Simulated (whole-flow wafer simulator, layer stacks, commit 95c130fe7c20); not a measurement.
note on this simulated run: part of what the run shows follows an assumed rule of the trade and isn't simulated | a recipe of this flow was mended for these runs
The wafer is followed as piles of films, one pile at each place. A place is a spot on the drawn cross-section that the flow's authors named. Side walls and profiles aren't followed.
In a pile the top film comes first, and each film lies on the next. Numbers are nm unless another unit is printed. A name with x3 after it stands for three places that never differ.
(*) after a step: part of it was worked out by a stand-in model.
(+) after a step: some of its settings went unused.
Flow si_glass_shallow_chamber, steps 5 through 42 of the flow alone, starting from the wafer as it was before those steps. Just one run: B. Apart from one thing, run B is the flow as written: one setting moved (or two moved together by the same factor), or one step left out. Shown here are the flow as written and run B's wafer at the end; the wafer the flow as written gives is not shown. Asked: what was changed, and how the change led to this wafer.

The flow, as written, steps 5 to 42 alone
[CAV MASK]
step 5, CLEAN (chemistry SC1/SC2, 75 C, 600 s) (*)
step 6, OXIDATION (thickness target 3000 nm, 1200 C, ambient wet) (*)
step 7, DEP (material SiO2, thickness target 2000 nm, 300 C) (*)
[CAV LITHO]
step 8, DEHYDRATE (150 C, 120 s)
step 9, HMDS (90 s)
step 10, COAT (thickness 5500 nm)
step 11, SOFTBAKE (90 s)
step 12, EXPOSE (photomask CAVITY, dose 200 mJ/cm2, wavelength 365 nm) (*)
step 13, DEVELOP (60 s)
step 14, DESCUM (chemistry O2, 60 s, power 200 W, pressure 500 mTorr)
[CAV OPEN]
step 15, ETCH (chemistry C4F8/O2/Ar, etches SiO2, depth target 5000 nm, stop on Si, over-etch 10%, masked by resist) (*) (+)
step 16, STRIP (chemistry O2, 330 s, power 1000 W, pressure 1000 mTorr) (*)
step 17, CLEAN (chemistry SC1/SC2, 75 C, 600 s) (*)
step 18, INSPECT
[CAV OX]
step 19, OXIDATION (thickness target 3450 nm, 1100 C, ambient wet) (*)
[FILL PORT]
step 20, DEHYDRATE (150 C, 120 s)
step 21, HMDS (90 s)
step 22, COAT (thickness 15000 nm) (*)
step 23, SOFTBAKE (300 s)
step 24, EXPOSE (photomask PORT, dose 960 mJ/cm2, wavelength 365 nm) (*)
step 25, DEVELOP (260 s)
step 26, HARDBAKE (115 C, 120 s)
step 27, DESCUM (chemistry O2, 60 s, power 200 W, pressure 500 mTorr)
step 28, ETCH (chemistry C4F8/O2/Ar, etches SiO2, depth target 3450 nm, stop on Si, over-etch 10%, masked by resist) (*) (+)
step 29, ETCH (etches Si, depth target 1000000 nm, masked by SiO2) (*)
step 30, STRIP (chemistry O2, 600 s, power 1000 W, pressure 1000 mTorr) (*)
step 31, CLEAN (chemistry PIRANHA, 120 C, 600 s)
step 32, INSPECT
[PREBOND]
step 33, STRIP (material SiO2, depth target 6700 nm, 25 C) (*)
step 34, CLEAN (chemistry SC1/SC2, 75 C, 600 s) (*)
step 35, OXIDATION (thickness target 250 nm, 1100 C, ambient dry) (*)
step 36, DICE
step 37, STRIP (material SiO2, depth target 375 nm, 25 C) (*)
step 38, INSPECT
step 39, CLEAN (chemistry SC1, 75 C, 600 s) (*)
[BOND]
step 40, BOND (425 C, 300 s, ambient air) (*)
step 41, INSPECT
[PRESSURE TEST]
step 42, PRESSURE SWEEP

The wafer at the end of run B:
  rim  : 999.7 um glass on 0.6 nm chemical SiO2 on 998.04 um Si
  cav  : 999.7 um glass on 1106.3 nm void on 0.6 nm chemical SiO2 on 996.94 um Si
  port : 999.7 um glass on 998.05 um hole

What caused this: step 7, DEP: thickness target 1760 nm was run, while the flow as written has thickness target 2000 nm.

How this came from the change, step by step:
  step 7, DEP (material SiO2, thickness target 2000 nm, 300 C) (*)
      rim, ramp, cav, port, septum, ring: SiO2 gains 1760 (in the flow as written it would be: SiO2 gains 2000)
  step 15, ETCH (chemistry C4F8/O2/Ar, etches SiO2, depth target 5000 nm, stop on Si, over-etch 10%, masked by resist) (*) (+)
      rim, ramp, septum, ring: thick-i-line-resist loses 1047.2 (in the flow as written it would be: thick-i-line-resist loses 1100)
      cav, port: SiO2 loses 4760 (all of it), Si loses 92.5 (in the flow as written it would be: SiO2 loses 5000 (all of it), Si loses 62.5)
  step 19, OXIDATION (thickness target 3450 nm, 1100 C, ambient wet) (*)
      rim, ramp, septum, ring: SiO2 gains 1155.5, Si loses 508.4 (in the flow as written it would be: SiO2 gains 1110.9, Si loses 488.8)
  step 22, COAT (thickness 15000 nm) (*)
      rim: thick-i-line-resist gains 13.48 um (new film) (in the flow as written it would be: thick-i-line-resist gains 13.4 um (new film))
      ramp: thick-i-line-resist gains 12.99 um (new film) (in the flow as written it would be: thick-i-line-resist gains 12.89 um (new film))
      (also at 3 further places)
  step 23, SOFTBAKE (300 s)
      rim: thick-i-line-resist loses 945 (in the flow as written it would be: thick-i-line-resist loses 997)
      ramp: thick-i-line-resist loses 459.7 (in the flow as written it would be: thick-i-line-resist loses 487.1)
      (also at 4 further places)
  step 25, DEVELOP (260 s)
      port: thick-i-line-resist loses 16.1 um (all of it) (in the flow as written it would be: thick-i-line-resist loses 16.16 um (all of it))
  step 29, ETCH (etches Si, depth target 1000000 nm, masked by SiO2) (*)
      rim, ramp: thick-i-line-resist loses 11.6 um (all of it), SiO2 loses 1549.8 (in the flow as written it would be: thick-i-line-resist loses 11.47 um (all of it), SiO2 loses 1617.3)
      port: hole gains 997.02 um (new film), Si loses 997.02 um (all of it) (in the flow as written it would be: hole gains 997.05 um (new film), Si loses 997.05 um (all of it))
      (also at 2 further places)
  step 30, STRIP (chemistry O2, 600 s, power 1000 W, pressure 1000 mTorr) (*)
      cav: thick-i-line-resist loses 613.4 (all of it) (in the flow as written it would be: thick-i-line-resist loses 669.6 (all of it))
  step 33, STRIP (material SiO2, depth target 6700 nm, 25 C) (*)
      rim, ramp: SiO2 loses 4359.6 (all of it) (in the flow as written it would be: SiO2 loses 4487.5 (all of it))
      septum: SiO2 loses 5542.6 (all of it) (in the flow as written it would be: SiO2 loses 5732.1 (all of it))
      (also at 1 further place)
